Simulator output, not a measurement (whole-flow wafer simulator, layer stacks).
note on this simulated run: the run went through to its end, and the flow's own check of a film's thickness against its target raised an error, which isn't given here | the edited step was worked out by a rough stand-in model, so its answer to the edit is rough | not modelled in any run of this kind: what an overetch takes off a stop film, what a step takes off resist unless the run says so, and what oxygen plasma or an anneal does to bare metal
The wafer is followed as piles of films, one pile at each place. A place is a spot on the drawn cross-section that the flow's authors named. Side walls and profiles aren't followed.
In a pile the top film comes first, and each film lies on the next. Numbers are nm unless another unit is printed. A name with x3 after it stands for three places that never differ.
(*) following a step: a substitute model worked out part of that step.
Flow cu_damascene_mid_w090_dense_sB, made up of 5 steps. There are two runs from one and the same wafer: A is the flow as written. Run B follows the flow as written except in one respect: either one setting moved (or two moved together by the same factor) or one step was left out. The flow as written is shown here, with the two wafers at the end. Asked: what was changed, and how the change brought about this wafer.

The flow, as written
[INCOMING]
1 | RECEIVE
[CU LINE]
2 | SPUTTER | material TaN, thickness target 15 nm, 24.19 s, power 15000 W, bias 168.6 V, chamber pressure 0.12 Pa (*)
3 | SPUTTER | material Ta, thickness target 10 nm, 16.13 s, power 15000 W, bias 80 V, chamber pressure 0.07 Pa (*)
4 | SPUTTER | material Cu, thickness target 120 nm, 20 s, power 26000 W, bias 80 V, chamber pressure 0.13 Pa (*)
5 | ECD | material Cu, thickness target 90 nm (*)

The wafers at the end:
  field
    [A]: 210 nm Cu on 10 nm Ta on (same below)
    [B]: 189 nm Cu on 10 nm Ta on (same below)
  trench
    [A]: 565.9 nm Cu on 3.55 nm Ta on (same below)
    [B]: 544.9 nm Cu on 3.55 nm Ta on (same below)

What caused this: step 4, SPUTTER: thickness target 99 nm was run, whereas the flow has thickness target 120 nm; step 4, SPUTTER: 16.5 s was run, where the flow has 20 s.

The path from the change to this, step by step:
  4 | SPUTTER | material Cu, thickness target 120 nm, 20 s, power 26000 W, bias 80 V, chamber pressure 0.13 Pa (*)
      field: A +120 Cu (new film) | B +99 Cu (new film)
      trench: A +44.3 Cu (new film) | B +36.6 Cu (new film)
  5 | ECD | material Cu, thickness target 90 nm (*)
      trench: A +521.6 Cu | B +508.4 Cu
